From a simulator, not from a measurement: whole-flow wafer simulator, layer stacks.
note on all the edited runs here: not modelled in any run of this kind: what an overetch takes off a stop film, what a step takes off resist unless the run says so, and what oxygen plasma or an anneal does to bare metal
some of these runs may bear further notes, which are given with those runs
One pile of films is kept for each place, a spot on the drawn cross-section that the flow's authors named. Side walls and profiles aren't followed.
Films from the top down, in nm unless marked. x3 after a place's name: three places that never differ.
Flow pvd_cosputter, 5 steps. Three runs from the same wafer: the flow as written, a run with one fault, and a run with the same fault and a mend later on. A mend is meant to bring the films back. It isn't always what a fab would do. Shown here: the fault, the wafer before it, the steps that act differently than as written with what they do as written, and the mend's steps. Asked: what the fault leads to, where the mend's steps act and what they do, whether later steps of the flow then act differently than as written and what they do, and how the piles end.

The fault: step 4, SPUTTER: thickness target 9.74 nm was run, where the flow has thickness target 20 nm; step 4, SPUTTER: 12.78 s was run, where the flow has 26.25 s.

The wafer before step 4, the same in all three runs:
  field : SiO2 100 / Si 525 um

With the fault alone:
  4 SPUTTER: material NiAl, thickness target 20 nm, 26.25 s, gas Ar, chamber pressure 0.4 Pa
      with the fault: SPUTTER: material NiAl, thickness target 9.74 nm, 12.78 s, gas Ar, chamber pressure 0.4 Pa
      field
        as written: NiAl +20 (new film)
        with the fault: NiAl +9.74 (new film)
  No later step of the flow acts differently than as written at any place that is followed.
  At the end the piles differ from the flow's by more than 2% or 0.5 nm, whichever is larger, at field.
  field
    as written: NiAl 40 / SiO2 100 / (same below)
    with the fault: NiAl 29.7 / SiO2 100 / (same below)

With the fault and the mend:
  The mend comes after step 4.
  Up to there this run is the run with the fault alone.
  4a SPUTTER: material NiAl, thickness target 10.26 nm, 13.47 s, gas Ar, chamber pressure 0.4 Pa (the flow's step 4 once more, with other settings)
      field
        NiAl +10.3
  No later step of the flow acts differently than as written at any place that is followed.
  At the end the piles are the same as the flow's at every place that both follow.
